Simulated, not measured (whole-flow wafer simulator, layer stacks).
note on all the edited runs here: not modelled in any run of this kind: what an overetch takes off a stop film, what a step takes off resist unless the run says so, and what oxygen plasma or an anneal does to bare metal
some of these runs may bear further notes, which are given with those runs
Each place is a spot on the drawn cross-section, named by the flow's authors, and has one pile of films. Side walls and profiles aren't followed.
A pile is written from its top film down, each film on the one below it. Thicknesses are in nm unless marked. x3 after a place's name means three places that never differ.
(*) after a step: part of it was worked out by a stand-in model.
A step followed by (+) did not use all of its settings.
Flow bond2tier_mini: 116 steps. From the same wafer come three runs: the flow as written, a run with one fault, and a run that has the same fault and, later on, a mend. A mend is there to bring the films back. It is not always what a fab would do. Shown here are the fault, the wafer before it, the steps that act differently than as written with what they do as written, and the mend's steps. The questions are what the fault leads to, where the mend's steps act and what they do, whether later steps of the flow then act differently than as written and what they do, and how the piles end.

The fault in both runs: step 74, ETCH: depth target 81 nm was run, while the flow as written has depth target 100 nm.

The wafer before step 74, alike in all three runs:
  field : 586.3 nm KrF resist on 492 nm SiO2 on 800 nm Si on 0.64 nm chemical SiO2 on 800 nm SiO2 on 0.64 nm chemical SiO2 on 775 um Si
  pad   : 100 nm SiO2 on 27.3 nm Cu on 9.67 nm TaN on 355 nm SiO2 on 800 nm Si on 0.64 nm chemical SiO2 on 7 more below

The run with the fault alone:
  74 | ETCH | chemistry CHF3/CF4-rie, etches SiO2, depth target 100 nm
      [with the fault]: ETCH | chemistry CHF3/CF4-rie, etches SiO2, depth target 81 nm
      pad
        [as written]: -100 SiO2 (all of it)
        [with the fault]: -81 SiO2
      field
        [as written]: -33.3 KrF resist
        [with the fault]: -27 KrF resist
  Later steps of the flow acting differently than as written (not shown: 3 more steps that differ only slightly, by at most 2% or 0.5 nm, whichever is larger):
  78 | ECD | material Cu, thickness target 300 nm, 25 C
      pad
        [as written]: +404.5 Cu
        [with the fault]: +384.7 Cu
  By the end, the piles at pad depart from the flow's by more than 2% or 0.5 nm, whichever is larger.
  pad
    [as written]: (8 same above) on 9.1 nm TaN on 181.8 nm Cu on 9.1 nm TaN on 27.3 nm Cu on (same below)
    [with the fault]: (8 same above) on 9.1 nm TaN on 162.6 nm Cu on 9.27 nm TaN on 19 nm SiO2 on 27.3 nm Cu on (same below)

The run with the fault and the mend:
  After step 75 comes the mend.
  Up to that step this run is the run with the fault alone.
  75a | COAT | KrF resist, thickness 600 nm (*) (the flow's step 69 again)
      field
        +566 KrF resist (new film)
      pad
        +635.6 KrF resist (new film)
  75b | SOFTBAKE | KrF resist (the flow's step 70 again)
      alters no film at any place that is followed
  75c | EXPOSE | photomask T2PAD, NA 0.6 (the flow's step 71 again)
      alters no film at any place that is followed
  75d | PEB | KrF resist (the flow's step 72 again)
      alters no film at any place that is followed
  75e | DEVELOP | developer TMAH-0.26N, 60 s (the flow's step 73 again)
      field
        -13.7 KrF resist
      pad
        -635.6 KrF resist (all of it)
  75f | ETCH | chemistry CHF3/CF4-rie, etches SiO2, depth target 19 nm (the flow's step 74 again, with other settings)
      field
        -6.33 KrF resist
      pad
        -19 SiO2 (all of it)
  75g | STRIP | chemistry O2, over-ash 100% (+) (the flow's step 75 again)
      field
        -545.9 KrF resist (all of it)
  Every later step of the flow that is run acts as written at every place that is followed.
  By the end, the piles equal the flow's at every place that both follow.
